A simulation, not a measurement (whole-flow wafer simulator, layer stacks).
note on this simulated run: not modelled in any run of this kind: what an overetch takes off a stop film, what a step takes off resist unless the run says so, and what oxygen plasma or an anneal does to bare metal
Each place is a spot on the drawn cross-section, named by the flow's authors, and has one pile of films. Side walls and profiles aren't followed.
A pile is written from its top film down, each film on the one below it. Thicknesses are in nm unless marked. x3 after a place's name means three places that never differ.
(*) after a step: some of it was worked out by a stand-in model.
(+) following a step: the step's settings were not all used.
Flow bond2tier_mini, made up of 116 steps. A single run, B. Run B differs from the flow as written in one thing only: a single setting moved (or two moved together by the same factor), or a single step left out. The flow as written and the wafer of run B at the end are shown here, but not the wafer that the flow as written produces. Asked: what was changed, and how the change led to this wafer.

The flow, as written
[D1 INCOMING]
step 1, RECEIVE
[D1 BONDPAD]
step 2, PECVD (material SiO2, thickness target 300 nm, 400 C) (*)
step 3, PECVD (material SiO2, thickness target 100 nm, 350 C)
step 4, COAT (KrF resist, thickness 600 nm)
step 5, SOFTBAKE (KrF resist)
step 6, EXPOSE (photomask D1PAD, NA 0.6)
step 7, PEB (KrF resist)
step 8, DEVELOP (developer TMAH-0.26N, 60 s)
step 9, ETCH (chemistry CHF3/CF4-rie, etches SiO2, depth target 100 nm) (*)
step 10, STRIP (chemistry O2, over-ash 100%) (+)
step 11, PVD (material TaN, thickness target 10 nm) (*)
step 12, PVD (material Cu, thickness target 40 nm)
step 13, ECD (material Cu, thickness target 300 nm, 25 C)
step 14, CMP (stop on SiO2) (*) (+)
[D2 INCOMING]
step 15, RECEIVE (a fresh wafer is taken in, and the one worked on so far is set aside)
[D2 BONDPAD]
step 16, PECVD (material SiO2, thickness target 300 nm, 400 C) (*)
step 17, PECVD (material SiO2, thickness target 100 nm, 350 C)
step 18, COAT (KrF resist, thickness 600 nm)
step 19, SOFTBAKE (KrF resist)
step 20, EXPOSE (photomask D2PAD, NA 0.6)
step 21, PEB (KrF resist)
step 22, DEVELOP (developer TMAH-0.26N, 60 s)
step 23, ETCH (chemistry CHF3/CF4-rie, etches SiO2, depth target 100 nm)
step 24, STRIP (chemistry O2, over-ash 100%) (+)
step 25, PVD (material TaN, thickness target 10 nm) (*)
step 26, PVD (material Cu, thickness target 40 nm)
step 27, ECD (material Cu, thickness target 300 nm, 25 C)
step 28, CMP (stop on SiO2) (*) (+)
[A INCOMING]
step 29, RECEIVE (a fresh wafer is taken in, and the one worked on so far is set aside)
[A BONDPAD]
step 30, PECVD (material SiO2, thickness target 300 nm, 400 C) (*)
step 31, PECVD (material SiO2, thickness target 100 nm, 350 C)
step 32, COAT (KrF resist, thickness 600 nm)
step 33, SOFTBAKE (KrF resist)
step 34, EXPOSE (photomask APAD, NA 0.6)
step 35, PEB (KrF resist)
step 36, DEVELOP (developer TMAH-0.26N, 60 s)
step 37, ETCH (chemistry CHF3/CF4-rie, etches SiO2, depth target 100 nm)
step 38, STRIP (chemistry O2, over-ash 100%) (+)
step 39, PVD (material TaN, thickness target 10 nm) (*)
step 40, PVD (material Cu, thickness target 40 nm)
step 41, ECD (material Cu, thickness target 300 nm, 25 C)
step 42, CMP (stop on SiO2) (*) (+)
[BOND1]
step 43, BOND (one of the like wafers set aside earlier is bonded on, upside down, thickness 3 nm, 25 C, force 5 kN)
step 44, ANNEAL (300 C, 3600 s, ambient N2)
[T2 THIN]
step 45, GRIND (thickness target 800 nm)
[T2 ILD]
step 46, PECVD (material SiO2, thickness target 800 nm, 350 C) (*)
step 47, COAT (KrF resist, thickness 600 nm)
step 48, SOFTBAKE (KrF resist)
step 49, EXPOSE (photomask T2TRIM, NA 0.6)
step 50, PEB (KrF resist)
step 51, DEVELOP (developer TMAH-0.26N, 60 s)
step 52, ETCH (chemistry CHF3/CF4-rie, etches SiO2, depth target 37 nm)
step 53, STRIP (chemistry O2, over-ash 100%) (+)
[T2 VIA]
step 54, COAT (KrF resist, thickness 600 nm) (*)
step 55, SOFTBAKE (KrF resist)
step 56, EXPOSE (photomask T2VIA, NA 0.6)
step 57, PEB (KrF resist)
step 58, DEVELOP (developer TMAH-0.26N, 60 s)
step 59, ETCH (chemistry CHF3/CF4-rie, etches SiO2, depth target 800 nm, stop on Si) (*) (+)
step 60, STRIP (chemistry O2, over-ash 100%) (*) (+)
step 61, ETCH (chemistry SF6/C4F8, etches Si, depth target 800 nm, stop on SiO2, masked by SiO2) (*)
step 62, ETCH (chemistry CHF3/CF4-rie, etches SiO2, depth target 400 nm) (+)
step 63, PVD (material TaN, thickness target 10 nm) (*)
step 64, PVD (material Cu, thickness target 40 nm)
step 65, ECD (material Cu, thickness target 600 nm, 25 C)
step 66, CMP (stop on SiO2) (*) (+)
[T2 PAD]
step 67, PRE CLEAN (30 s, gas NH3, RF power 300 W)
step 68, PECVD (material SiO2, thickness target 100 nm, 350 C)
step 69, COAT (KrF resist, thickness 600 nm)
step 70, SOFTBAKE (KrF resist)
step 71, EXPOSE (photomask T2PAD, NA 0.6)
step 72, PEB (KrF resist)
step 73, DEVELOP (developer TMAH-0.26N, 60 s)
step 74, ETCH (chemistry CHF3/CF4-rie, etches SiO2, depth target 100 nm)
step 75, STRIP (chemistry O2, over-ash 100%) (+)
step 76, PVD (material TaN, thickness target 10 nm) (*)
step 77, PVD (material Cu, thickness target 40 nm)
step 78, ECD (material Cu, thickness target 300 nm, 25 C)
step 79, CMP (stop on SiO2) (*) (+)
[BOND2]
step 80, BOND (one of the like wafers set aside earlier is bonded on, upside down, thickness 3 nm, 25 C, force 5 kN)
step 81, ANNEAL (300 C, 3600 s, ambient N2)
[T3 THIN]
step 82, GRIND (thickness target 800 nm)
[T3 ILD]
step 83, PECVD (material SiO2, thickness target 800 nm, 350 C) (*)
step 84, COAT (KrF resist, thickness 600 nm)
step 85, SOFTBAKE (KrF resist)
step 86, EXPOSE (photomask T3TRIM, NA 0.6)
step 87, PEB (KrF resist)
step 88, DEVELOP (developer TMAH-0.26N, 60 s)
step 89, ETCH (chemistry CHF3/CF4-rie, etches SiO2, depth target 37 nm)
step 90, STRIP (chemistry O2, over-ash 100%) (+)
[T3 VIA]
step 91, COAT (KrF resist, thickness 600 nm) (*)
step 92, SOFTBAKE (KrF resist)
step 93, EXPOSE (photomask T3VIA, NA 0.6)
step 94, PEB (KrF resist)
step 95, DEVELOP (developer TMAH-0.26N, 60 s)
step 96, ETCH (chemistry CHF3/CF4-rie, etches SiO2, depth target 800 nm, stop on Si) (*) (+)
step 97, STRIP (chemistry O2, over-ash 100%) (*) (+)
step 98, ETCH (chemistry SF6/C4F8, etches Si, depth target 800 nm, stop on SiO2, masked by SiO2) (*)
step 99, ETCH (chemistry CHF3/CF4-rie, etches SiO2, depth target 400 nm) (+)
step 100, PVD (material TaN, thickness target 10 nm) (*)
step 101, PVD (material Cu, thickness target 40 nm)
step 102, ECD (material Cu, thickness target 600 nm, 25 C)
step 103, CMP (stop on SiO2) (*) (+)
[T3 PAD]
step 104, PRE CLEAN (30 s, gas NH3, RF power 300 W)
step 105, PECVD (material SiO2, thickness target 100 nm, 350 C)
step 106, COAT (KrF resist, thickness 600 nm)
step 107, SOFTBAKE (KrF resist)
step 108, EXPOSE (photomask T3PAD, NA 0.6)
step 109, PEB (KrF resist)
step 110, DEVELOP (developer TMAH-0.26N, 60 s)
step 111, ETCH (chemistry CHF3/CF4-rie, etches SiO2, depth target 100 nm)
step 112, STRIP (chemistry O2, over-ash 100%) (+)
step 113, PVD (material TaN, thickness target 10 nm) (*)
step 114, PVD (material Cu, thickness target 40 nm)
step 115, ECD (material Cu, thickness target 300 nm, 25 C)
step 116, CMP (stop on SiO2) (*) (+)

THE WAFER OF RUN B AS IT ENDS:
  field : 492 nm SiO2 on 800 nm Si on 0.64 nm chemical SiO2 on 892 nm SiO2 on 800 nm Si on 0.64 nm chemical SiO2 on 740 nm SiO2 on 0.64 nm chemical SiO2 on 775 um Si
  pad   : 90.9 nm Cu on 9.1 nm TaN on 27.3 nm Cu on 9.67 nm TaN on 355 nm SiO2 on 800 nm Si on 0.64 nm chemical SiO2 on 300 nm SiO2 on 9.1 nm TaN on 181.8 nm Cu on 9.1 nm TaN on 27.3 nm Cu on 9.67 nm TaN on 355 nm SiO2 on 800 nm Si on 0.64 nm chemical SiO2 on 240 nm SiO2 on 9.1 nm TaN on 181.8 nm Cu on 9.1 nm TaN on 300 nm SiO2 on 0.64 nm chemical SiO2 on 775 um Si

Cause: step 3, PECVD: thickness target 40 nm was run, whereas the flow has thickness target 100 nm.

How this came from the change, step by step:
  step 3, PECVD (material SiO2, thickness target 100 nm, 350 C)
      field, pad, via: +40 SiO2 (as written it would have been: +100 SiO2)
  step 43, BOND (one of the like wafers set aside earlier is bonded on, upside down, thickness 3 nm, 25 C, force 5 kN)
      field: +775 um Si (new film), +0.64 chemical SiO2 (new film), +340 SiO2 (as written it would have been: +775 um Si (new film), +0.64 chemical SiO2 (new film), +400 SiO2)
      pad: +775 um Si (new film), +0.64 chemical SiO2 (new film), +240 SiO2 (new film), +9.1 TaN (new film), +90.9 Cu (as written it would have been: +775 um Si (new film), +0.64 chemical SiO2 (new film), +300 SiO2 (new film), +9.1 TaN (new film), +90.9 Cu)
      (also at 1 further place)
